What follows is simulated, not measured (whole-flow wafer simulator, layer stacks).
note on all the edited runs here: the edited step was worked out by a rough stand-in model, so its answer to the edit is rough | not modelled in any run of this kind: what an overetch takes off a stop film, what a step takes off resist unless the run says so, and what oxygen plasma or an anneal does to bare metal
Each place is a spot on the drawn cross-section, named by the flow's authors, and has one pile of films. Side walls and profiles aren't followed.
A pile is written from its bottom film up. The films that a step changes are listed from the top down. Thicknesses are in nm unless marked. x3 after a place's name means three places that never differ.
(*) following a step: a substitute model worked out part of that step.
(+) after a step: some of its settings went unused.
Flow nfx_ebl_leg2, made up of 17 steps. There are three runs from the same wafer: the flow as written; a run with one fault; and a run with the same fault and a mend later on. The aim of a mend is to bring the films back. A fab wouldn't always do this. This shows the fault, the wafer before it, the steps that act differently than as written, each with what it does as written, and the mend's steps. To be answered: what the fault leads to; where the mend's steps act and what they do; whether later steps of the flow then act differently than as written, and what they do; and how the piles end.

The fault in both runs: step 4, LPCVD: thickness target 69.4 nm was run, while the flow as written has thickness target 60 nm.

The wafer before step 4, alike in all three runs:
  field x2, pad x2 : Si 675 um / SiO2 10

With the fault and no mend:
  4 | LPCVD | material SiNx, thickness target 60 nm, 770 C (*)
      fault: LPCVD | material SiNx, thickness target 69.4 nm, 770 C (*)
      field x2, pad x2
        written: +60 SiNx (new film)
        fault: +69.4 SiNx (new film)
  Later steps of the flow acting differently than as written:
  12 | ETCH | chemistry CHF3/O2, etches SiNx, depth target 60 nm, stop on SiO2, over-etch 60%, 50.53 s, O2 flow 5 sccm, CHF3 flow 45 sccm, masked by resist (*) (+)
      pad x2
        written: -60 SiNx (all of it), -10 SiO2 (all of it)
        fault: -69.4 SiNx (all of it), -10 SiO2 (all of it)
  The piles end different from the flow's at field x2 by more than 2% or 0.5 nm, whichever is larger.
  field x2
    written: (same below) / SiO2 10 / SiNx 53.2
    fault: (same below) / SiO2 10 / SiNx 62.6

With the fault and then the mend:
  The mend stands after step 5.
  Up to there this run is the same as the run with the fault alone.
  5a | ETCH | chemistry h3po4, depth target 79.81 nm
      field x2, pad x2
        -69.4 SiNx (all of it)
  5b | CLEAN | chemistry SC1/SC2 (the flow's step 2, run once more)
      does not change any film at any place that is followed
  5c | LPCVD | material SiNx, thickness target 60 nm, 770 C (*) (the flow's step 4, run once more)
      field x2, pad x2
        +60 SiNx (new film)
  None of the later steps of the flow acts differently than as written at any place that is followed.
  By the end, the piles equal the flow's at every place that both follow.
